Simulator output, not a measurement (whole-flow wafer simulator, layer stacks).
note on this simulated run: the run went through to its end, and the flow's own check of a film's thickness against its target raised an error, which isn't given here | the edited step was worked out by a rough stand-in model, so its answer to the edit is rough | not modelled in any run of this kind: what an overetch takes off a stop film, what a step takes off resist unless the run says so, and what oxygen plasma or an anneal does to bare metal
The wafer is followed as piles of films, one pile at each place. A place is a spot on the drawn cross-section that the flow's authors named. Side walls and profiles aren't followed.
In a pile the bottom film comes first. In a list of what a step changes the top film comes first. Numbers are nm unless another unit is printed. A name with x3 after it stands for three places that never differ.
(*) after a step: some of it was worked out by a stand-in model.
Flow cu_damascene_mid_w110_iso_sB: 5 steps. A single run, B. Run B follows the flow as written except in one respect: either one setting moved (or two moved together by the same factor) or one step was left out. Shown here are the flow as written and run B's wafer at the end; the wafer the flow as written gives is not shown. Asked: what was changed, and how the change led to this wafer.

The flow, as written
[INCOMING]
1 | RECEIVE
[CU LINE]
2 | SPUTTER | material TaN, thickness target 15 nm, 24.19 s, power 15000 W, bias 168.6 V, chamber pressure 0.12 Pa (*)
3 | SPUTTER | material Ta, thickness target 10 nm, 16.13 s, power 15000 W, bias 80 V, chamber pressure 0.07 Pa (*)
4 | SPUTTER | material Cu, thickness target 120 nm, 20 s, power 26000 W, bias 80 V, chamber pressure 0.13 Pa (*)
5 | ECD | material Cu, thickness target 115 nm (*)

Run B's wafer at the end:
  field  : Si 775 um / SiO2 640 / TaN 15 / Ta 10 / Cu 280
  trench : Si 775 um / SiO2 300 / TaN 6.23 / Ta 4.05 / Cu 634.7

Cause: step 4, SPUTTER: thickness target 165 nm was run, though the flow has thickness target 120 nm; step 4, SPUTTER: 27.5 s was run, where the flow has 20 s.

Step by step, how the change led to this:
  4 | SPUTTER | material Cu, thickness target 120 nm, 20 s, power 26000 W, bias 80 V, chamber pressure 0.13 Pa (*)
      field: Cu gains 165 (new film) (as written it would have been: Cu gains 120 (new film))
      trench: Cu gains 68.6 (new film) (as written it would have been: Cu gains 49.9 (new film))
  5 | ECD | material Cu, thickness target 115 nm (*)
      trench: Cu gains 566.1 (as written it would have been: Cu gains 539.8)
